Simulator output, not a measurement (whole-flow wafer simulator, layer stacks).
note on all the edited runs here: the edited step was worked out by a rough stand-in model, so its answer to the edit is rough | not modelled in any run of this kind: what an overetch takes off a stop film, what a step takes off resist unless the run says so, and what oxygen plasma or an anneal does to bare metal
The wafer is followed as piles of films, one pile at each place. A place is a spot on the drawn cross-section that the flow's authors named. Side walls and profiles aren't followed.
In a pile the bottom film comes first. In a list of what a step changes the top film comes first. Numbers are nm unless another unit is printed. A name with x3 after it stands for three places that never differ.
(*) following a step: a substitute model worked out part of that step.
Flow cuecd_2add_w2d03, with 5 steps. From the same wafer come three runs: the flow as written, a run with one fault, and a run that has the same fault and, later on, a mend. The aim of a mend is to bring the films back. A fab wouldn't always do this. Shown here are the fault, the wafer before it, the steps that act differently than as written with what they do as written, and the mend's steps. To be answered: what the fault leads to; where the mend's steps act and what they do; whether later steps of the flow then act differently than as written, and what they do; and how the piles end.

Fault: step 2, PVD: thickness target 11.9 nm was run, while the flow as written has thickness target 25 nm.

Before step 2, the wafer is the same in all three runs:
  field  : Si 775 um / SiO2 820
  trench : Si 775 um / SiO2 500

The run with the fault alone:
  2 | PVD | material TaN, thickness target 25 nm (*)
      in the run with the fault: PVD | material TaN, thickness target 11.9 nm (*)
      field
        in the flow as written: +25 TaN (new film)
        in the run with the fault: +11.9 TaN (new film)
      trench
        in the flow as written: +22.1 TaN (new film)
        in the run with the fault: +10.5 TaN (new film)
  None of the later steps of the flow differs from how it acts as written, at any place that is followed, by more than 2% or 0.5 nm, whichever is larger.
  The piles end different from the flow's at field, trench by more than 2% or 0.5 nm, whichever is larger.
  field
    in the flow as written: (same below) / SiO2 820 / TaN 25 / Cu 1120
    in the run with the fault: (same below) / SiO2 820 / TaN 11.9 / Cu 1120
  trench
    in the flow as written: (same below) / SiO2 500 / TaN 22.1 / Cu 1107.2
    in the run with the fault: (same below) / SiO2 500 / TaN 10.5 / Cu 1107.3

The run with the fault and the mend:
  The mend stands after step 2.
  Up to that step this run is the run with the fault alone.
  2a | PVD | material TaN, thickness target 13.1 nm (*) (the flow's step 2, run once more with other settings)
      field
        +13.1 TaN
      trench
        +11.6 TaN
  None of the later steps of the flow acts differently than as written at any place that is followed.
  At every place that both follow, the piles at the end match the flow's.
